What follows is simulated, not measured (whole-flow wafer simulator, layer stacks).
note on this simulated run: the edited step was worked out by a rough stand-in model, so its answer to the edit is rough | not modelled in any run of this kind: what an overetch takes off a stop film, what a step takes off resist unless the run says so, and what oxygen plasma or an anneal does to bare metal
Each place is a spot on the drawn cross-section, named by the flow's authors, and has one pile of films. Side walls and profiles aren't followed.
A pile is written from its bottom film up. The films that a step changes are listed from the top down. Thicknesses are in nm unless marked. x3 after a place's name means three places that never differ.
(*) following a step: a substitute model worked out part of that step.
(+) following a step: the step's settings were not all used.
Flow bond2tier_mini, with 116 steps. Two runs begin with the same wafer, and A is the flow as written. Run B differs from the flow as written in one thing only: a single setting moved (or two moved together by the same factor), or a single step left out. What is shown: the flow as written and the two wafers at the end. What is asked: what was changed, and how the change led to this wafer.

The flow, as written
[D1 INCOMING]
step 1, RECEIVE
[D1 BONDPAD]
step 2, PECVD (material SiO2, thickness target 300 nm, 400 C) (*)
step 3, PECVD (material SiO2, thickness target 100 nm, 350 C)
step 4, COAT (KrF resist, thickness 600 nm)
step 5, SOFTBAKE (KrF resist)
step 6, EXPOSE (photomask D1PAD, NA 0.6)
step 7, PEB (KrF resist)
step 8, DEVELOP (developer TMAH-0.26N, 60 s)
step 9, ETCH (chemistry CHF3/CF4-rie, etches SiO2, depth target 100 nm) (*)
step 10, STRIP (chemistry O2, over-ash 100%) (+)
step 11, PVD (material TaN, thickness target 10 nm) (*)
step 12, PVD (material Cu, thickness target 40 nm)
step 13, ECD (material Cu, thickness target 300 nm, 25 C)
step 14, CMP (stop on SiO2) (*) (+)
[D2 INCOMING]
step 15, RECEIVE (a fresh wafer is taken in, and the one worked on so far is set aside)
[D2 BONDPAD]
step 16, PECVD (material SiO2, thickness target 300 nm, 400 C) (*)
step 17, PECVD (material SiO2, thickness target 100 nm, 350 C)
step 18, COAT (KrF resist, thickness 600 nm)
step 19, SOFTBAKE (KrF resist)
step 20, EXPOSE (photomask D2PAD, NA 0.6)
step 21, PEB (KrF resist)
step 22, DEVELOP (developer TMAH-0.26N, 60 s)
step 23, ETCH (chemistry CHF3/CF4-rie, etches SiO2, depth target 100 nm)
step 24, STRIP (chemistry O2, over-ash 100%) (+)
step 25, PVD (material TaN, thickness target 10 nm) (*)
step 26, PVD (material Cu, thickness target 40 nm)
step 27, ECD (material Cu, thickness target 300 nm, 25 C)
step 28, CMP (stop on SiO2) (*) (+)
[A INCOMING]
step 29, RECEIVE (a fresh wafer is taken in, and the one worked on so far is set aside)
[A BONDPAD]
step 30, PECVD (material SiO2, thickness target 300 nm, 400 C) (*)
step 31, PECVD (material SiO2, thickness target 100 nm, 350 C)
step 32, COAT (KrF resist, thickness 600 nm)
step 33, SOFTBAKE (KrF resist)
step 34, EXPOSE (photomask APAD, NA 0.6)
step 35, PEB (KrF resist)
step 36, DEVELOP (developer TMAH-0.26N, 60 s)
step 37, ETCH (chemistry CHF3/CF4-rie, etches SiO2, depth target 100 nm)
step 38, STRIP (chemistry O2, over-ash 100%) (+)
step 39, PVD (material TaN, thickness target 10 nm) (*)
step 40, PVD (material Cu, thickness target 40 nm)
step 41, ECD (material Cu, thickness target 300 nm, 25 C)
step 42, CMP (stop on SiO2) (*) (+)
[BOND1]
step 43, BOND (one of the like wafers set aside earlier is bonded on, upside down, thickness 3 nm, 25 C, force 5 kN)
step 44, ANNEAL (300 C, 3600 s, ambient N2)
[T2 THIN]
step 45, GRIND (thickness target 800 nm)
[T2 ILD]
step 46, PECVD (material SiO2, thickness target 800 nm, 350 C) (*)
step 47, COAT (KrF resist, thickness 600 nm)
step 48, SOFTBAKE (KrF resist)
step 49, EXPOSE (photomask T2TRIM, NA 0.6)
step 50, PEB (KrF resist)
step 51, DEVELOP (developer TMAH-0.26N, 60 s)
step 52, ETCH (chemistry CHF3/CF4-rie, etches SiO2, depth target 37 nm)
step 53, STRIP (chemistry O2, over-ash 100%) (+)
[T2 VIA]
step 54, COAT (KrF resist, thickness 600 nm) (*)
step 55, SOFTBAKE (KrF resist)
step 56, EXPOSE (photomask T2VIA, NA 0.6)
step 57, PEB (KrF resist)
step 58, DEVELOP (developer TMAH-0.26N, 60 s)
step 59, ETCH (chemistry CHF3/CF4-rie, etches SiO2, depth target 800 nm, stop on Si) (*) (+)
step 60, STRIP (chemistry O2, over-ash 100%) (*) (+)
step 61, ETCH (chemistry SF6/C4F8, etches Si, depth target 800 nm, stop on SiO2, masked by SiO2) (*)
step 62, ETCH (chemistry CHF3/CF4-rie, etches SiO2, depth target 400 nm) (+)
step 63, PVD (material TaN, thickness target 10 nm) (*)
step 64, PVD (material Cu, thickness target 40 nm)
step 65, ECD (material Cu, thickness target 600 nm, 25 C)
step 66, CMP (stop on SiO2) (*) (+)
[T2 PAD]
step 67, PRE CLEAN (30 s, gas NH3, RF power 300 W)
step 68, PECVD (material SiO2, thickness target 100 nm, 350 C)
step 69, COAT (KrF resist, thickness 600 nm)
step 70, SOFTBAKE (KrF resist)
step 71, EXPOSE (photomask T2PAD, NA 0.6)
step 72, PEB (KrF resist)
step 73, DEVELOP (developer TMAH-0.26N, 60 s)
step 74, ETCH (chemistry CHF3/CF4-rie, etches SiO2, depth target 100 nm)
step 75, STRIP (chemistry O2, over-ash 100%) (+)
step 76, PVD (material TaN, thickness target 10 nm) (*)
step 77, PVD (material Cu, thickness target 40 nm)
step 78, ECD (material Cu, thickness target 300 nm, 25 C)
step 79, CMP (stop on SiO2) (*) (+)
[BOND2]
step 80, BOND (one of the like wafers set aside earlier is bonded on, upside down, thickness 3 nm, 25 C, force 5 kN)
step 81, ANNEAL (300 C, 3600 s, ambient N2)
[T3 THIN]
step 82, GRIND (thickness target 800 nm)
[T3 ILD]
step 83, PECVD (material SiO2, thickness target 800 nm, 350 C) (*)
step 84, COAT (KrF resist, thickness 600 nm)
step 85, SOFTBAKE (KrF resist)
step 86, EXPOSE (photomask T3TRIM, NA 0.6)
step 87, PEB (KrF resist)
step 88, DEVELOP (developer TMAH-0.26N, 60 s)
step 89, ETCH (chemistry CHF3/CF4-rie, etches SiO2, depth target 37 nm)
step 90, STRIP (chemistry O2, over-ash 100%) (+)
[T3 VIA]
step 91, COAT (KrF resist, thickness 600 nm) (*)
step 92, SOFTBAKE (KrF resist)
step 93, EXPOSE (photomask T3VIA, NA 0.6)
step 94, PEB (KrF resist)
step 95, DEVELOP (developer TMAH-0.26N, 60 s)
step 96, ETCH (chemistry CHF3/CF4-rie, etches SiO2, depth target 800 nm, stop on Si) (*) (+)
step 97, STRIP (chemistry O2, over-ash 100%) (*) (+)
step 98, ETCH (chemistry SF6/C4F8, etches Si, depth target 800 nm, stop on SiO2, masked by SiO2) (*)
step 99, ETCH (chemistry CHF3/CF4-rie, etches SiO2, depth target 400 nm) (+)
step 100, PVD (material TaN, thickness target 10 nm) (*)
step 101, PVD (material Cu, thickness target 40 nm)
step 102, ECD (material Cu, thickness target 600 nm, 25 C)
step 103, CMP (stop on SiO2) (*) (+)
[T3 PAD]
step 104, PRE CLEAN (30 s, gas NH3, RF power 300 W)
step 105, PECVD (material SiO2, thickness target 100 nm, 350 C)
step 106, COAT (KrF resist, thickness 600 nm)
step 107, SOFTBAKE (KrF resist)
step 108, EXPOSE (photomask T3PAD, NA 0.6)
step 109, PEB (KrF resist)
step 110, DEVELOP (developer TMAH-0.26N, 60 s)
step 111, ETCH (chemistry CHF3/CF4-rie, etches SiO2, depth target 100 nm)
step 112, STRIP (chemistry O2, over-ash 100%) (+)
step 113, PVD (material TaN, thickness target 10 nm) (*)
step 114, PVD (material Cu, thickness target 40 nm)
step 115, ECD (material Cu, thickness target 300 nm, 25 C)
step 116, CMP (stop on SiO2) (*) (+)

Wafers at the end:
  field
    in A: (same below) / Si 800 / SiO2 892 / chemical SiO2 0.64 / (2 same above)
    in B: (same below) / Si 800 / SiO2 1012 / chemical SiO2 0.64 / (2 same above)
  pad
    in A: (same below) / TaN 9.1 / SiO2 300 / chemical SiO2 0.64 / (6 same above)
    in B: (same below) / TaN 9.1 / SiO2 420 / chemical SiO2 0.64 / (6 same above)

The reason: step 16, PECVD: thickness target 420 nm was run, though the flow has thickness target 300 nm.
The wafer itself shows it: pad has SiO2 420, and step 16 as written asks for 300 nm.

Step by step, how the change led to this:
  step 16, PECVD (material SiO2, thickness target 300 nm, 400 C) (*)
      field, pad, via: A SiO2 gains 300 (new film) | B SiO2 gains 420 (new film)
  step 80, BOND (one of the like wafers set aside earlier is bonded on, upside down, thickness 3 nm, 25 C, force 5 kN)
      field: A Si gains 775 um (new film), chemical SiO2 gains 0.64 (new film), SiO2 gains 400 | B Si gains 775 um (new film), chemical SiO2 gains 0.64 (new film), SiO2 gains 520
      pad: A Si gains 775 um (new film), chemical SiO2 gains 0.64 (new film), SiO2 gains 300 (new film), TaN gains 9.1 (new film), Cu gains 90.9 | B Si gains 775 um (new film), chemical SiO2 gains 0.64 (new film), SiO2 gains 420 (new film), TaN gains 9.1 (new film), Cu gains 90.9
